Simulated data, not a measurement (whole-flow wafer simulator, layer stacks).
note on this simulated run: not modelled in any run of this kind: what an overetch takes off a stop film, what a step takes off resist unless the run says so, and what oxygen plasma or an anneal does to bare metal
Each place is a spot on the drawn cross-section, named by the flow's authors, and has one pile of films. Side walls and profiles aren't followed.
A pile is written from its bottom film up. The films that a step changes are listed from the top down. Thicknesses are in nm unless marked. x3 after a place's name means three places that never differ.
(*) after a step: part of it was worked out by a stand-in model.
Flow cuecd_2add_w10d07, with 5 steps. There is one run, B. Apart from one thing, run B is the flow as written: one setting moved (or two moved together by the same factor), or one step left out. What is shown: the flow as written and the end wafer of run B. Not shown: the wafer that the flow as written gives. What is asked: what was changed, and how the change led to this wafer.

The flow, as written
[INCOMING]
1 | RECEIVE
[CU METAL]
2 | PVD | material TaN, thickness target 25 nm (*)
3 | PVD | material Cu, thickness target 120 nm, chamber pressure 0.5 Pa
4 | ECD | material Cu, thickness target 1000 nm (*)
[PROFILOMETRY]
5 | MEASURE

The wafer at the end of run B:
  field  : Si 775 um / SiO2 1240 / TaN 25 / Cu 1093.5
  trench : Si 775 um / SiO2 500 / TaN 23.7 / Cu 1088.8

Cause: step 3, PVD: thickness target 93.5 nm was run, while the flow as written has thickness target 120 nm.

How this came from the change, step by step:
  3 | PVD | material Cu, thickness target 120 nm, chamber pressure 0.5 Pa
      field: +93.5 Cu (new film) (as written it would have been: +120 Cu (new film))
      trench: +88.8 Cu (new film) (as written it would have been: +114 Cu (new film))
